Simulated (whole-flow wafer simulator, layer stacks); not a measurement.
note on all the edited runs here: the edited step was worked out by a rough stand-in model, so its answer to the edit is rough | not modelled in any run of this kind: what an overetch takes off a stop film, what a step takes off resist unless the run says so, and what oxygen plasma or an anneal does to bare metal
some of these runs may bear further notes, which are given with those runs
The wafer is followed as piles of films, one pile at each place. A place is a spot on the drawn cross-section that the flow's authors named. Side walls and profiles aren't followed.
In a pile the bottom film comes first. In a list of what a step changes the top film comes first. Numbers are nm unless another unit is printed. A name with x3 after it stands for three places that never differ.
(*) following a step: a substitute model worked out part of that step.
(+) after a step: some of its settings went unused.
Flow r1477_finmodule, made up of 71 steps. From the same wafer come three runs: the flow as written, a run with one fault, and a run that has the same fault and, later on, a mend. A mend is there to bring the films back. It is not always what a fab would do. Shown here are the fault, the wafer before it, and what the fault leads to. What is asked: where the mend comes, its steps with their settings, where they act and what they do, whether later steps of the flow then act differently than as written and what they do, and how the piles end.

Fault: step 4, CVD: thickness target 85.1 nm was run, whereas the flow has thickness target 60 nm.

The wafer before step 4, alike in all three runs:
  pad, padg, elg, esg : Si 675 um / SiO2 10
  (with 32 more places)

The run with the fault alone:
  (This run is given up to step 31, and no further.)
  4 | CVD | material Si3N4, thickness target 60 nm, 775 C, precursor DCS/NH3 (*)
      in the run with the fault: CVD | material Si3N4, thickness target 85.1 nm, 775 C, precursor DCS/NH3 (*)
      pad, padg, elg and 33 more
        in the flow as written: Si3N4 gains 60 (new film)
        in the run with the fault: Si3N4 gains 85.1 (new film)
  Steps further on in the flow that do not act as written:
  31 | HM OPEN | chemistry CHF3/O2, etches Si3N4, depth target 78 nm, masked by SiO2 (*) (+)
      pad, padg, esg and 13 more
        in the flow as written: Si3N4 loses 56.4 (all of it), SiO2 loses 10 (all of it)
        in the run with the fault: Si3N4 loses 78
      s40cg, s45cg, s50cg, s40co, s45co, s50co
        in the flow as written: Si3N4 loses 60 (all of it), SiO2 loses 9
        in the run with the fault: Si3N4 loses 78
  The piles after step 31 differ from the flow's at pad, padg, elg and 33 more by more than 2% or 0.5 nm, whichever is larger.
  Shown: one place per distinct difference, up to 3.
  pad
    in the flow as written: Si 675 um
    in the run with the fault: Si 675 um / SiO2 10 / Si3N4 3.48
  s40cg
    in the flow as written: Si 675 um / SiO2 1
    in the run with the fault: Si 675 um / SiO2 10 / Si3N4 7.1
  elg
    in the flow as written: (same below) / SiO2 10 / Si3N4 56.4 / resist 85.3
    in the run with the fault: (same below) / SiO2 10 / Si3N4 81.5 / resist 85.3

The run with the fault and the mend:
  The mend follows step 5.
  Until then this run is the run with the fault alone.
  5a | ETCH | chemistry h3po4, depth target 25.1 nm
      pad, padg, elg and 33 more
        Si3N4 loses 25.1
  Later steps of the flow that are run all act as written at every place that is followed.
  The piles end the same as the flow's at every place that both follow.
